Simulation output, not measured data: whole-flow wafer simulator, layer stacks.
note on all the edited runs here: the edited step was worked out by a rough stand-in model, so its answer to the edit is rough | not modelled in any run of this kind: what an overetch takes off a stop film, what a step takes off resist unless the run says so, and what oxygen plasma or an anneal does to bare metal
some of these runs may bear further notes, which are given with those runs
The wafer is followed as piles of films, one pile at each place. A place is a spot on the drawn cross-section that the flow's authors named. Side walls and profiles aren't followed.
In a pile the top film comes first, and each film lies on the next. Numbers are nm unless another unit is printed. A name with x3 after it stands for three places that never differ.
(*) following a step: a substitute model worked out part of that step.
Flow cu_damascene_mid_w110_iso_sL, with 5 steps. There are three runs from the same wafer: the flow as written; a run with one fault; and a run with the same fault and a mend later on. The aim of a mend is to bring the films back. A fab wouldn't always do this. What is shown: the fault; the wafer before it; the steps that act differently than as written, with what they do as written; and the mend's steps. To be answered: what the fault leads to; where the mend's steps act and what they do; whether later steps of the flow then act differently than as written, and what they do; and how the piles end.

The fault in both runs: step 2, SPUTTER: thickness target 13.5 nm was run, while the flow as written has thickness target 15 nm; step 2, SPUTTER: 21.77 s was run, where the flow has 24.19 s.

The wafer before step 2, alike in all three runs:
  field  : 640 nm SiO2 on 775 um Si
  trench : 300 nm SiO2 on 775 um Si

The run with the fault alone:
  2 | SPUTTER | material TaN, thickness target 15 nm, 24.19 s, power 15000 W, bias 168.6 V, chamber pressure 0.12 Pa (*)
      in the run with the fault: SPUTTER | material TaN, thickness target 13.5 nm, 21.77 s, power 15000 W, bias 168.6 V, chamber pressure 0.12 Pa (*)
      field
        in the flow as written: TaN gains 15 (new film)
        in the run with the fault: TaN gains 13.5 (new film)
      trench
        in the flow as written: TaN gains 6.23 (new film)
        in the run with the fault: TaN gains 5.61 (new film)
  Later steps of the flow that are run all act as written at every place that is followed, up to a difference of at most 2% or 0.5 nm, whichever is larger.
  At field, trench, the piles at the end differ from the flow's by more than 2% or 0.5 nm, whichever is larger.
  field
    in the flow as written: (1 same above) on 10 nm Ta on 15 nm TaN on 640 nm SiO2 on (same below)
    in the run with the fault: (1 same above) on 10 nm Ta on 13.5 nm TaN on 640 nm SiO2 on (same below)
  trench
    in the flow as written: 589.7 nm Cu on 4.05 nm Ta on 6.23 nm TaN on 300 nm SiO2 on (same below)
    in the run with the fault: 588.8 nm Cu on 4.06 nm Ta on 5.61 nm TaN on 300 nm SiO2 on (same below)

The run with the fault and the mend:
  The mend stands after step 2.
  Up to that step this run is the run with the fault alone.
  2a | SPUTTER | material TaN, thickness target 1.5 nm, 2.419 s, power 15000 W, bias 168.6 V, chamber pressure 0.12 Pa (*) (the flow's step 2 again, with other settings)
      field
        TaN gains 1.5
      trench
        TaN gains 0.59
  Later steps of the flow that are run all act as written at every place that is followed.
  At the end the piles are close to the flow's at the places that both follow, differing by at most 2% or 0.5 nm, whichever is larger.
